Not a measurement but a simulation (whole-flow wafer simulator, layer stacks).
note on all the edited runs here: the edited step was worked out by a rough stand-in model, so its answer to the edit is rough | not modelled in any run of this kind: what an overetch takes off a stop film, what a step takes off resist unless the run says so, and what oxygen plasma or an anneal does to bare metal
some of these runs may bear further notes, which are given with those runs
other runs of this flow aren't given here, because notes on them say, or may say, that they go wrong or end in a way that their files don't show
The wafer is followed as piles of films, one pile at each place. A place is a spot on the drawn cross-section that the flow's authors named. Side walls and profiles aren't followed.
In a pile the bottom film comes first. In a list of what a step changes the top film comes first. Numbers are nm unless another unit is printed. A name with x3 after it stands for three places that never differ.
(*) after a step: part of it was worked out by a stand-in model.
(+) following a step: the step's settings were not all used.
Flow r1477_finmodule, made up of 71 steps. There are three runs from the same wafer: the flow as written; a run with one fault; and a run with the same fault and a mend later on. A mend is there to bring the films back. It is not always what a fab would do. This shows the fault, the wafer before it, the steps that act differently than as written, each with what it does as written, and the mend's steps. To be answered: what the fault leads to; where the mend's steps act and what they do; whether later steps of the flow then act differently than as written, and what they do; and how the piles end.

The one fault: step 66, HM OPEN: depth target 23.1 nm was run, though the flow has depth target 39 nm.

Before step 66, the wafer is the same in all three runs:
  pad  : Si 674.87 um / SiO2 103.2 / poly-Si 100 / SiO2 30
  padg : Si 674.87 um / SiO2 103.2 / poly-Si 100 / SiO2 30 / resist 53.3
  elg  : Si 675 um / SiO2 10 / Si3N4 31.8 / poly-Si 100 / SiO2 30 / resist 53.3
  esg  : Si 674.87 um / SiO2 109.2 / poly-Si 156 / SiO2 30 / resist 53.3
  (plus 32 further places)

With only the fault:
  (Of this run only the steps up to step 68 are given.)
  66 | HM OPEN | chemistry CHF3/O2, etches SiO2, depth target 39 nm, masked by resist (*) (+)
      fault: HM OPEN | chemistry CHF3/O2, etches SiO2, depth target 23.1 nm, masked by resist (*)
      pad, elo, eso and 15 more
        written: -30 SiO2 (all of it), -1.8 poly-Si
        fault: -23.1 SiO2
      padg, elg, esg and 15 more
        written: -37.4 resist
        fault: -22.1 resist
  Steps further on in the flow that do not act as written:
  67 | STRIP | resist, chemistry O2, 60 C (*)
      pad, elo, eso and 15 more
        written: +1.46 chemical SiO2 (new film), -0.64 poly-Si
        fault: nothing
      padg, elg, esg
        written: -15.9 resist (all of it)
        fault: -31.1 resist (all of it)
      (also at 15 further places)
  Once step 68 is done, the piles at pad, elo, eso and 15 more depart from the flow's by more than 2% or 0.5 nm, whichever is larger.
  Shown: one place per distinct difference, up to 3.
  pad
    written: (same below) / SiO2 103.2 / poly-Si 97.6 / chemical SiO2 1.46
    fault: (same below) / SiO2 103.2 / poly-Si 100 / SiO2 6.9
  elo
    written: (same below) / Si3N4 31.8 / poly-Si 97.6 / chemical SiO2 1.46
    fault: (same below) / Si3N4 31.8 / poly-Si 100 / SiO2 6.9
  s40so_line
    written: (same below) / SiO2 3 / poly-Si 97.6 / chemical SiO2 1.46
    fault: (same below) / SiO2 3 / poly-Si 100 / SiO2 6.9

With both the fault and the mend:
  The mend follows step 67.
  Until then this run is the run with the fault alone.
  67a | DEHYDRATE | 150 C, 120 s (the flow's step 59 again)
      alters no film at any place that is followed
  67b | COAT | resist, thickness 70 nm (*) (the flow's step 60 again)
      e40lg, e100lg, e200lg, elo, e40lo, e100lo, e200lo
        +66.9 resist (new film)
      s40sg, s45sg, s40so, s45so
        +91 resist (new film)
      s40sg_line, s45sg_line, s40so_line, s45so_line
        +68.5 resist (new film)
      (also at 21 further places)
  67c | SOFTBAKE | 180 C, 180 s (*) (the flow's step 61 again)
      alters no film at any place that is followed
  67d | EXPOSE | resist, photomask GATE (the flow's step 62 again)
      alters no film at any place that is followed
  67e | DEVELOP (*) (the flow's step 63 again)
      elo, e40lo, e100lo, e200lo
        -66.9 resist (all of it)
      eso, e40so
        -129.5 resist (all of it)
      s40so, s45so
        -91 resist (all of it)
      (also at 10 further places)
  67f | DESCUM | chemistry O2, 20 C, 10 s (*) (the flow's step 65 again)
      padg, elg, esg and 15 more
        -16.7 resist
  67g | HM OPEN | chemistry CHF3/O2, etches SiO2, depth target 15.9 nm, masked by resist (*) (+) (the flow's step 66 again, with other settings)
      pad, elo, eso and 15 more
        -6.9 SiO2 (all of it), -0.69 poly-Si
      padg, elg, esg and 15 more
        -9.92 resist
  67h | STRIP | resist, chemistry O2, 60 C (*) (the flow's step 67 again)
      pad, elo, eso and 15 more
        +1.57 chemical SiO2 (new film), -0.69 poly-Si
      e40lg, e100lg, e200lg
        -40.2 resist (all of it)
      elg, esg
        -43.3 resist (all of it)
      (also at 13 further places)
  Every later step of the flow that is run acts as written, at every place that is followed, to within 2% or 0.5 nm, whichever is larger.
  At the end the piles are close to the flow's at the places that both follow, differing by at most 2% or 0.5 nm, whichever is larger.
